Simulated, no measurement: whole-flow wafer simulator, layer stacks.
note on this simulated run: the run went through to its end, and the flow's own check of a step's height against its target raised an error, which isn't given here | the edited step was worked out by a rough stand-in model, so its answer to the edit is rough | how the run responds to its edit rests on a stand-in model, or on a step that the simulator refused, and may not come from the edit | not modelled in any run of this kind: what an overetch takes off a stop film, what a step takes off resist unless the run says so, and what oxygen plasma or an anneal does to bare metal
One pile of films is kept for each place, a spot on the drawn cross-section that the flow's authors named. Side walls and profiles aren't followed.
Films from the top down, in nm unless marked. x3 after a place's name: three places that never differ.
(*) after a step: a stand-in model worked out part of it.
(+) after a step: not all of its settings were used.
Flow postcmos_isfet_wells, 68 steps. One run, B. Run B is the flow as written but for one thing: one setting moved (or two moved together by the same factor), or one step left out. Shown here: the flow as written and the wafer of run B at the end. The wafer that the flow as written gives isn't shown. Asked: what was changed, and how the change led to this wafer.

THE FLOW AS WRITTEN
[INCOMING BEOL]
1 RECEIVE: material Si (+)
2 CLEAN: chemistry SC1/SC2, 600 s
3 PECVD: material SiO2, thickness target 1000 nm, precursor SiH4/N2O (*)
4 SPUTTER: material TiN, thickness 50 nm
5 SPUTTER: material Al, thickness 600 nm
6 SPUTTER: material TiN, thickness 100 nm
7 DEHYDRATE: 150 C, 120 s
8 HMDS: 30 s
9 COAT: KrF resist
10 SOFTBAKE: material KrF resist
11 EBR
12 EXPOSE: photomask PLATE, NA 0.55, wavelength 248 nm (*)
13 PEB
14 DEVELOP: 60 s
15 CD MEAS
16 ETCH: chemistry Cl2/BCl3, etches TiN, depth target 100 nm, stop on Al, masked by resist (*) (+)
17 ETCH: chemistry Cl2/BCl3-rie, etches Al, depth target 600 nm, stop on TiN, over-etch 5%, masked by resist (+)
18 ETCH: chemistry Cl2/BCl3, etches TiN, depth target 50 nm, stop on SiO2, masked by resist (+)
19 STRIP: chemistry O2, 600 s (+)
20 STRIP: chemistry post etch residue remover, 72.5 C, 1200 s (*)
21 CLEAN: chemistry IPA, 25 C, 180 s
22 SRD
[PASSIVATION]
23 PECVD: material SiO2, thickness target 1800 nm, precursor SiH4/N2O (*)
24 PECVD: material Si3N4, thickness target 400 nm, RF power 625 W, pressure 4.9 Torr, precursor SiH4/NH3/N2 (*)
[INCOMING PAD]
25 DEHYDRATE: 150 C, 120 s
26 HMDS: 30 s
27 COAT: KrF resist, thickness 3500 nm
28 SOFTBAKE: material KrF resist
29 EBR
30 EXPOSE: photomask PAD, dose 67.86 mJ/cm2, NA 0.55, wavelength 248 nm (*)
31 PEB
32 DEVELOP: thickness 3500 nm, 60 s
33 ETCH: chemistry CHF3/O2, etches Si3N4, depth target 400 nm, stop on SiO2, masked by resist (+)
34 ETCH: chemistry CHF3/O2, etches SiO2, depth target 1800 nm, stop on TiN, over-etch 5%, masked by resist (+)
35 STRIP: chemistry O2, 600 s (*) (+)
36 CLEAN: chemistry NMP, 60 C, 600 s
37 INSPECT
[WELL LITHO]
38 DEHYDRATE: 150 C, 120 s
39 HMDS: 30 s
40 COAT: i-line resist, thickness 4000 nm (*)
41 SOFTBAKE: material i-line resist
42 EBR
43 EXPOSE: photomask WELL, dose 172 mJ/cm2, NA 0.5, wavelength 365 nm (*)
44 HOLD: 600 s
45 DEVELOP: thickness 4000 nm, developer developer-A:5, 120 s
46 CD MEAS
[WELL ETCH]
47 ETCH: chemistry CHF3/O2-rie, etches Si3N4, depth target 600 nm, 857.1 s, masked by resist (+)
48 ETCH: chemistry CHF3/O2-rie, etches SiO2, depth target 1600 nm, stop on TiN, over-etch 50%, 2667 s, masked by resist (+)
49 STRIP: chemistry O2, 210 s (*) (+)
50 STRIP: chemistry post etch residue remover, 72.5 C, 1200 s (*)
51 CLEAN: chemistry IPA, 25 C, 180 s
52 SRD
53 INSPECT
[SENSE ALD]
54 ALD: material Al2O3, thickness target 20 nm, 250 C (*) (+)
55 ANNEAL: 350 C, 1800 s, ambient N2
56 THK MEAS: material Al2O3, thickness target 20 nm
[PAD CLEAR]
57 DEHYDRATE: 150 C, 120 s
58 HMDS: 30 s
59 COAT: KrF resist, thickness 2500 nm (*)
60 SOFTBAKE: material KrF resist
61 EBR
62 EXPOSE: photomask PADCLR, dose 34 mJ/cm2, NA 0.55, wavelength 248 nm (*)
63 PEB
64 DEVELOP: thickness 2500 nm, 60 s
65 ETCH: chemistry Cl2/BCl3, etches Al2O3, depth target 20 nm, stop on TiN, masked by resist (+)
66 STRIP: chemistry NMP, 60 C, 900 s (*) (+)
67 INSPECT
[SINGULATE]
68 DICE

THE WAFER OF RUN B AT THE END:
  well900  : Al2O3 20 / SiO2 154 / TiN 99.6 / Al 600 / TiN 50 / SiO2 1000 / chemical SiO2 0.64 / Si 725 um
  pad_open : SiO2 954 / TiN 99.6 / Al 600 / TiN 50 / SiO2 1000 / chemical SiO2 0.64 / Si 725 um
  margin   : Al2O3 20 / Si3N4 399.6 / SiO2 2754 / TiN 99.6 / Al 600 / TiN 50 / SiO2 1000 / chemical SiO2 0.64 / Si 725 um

The cause: step 23, PECVD: thickness target 2754 nm was run, where the flow has thickness target 1800 nm.
It can be read off the wafer: margin has SiO2 2754, and step 23 as written asks for 1800 nm.

How the change led to this, step by step:
  23 PECVD: material SiO2, thickness target 1800 nm, precursor SiH4/N2O (*)
      margin, well900, well1300 x3, pad_rim, pad_clr, pad_open: SiO2 +2754 (new film) (as written it would be: SiO2 +1800 (new film))
      field: SiO2 +2754 (new film), void +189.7 (new film), SiO2 +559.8 (as written it would be: SiO2 +1800 (new film), void +189.9 (new film), SiO2 +559.7)
  34 ETCH: chemistry CHF3/O2, etches SiO2, depth target 1800 nm, stop on TiN, over-etch 5%, masked by resist (+)
      pad_open: SiO2 -1800 (as written it would be: SiO2 -1800 (all of it))
  48 ETCH: chemistry CHF3/O2-rie, etches SiO2, depth target 1600 nm, stop on TiN, over-etch 50%, 2667 s, masked by resist (+)
      well900, well1300 x3: SiO2 -2400 (as written it would be: SiO2 -1600 (all of it))
  59 COAT: KrF resist, thickness 2500 nm (*)
      field: KrF resist +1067 (new film) (as written it would be: KrF resist +1449 (new film))
      margin: KrF resist +1066.9 (new film) (as written it would be: KrF resist +1448.9 (new film))
  63 PEB
      field, margin: KrF resist -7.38 (as written it would be: KrF resist -10.1)
  66 STRIP: chemistry NMP, 60 C, 900 s (*) (+)
      field: KrF resist -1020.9 (all of it) (as written it would be: KrF resist -1400.1 (all of it))
      margin: KrF resist -1020.8 (all of it) (as written it would be: KrF resist -1400.1 (all of it))
